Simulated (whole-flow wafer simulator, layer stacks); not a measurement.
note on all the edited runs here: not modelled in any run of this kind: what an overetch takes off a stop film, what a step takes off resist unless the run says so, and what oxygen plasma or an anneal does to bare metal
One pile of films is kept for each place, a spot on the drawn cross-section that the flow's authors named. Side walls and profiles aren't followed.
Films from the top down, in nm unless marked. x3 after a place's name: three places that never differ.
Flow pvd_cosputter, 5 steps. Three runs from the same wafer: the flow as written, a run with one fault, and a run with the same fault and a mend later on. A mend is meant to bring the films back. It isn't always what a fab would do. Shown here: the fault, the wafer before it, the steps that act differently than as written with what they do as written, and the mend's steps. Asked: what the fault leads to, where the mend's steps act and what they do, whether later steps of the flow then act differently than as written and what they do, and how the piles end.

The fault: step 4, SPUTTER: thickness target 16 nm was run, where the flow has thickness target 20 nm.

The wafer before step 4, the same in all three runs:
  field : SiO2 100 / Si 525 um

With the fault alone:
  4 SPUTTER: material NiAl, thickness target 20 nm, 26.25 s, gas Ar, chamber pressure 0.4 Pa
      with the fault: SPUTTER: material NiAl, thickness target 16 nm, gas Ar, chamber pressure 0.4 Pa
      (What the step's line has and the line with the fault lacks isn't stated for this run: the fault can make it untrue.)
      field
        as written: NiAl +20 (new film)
        with the fault: NiAl +16 (new film)
  No later step of the flow acts differently than as written at any place that is followed.
  At the end the piles differ from the flow's by more than 2% or 0.5 nm, whichever is larger, at field.
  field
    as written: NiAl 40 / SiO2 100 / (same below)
    with the fault: NiAl 36 / SiO2 100 / (same below)

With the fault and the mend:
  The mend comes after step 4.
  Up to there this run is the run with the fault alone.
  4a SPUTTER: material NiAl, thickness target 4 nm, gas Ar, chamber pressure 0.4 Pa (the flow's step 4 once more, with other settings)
      field
        NiAl +4
  No later step of the flow acts differently than as written at any place that is followed.
  At the end the piles are the same as the flow's at every place that both follow.
